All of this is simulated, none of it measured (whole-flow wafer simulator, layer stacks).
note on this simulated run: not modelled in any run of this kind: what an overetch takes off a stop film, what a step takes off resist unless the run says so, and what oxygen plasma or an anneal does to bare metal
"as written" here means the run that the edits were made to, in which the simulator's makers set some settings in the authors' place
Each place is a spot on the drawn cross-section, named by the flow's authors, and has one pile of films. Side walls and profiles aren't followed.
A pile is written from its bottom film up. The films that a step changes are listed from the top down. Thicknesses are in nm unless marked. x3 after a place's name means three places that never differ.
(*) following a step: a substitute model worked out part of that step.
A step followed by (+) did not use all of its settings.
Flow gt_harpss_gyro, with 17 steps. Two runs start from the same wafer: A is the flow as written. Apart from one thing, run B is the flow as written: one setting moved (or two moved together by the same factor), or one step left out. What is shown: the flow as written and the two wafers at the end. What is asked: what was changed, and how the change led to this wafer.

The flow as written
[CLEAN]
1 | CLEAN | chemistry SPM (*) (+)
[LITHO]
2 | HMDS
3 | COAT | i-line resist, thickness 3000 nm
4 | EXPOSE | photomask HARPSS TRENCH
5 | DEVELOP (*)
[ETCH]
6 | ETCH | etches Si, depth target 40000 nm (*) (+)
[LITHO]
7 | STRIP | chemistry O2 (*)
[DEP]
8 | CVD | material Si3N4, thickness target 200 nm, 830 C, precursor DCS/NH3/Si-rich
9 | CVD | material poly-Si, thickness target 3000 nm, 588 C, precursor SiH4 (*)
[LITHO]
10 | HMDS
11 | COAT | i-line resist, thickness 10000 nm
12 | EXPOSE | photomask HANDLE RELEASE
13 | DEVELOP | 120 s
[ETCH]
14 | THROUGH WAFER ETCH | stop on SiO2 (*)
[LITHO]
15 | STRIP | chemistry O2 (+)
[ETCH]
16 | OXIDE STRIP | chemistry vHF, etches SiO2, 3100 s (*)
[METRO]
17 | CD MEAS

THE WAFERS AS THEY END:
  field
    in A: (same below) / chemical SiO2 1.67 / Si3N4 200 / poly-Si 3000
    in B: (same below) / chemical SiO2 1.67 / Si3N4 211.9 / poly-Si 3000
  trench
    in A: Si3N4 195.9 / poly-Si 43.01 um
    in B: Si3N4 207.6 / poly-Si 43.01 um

The reason: step 8, CVD: thickness target 211.9 nm was run, whereas the flow has thickness target 200 nm.
The wafer lets one read it off: field has Si3N4 211.9, and step 8 as written asks for 200 nm.

Step by step, how the change led to this:
  8 | CVD | material Si3N4, thickness target 200 nm, 830 C, precursor DCS/NH3/Si-rich
      field: A +200 Si3N4 (new film) | B +211.9 Si3N4 (new film)
      trench: A +195.9 Si3N4 (new film) | B +207.6 Si3N4 (new film)
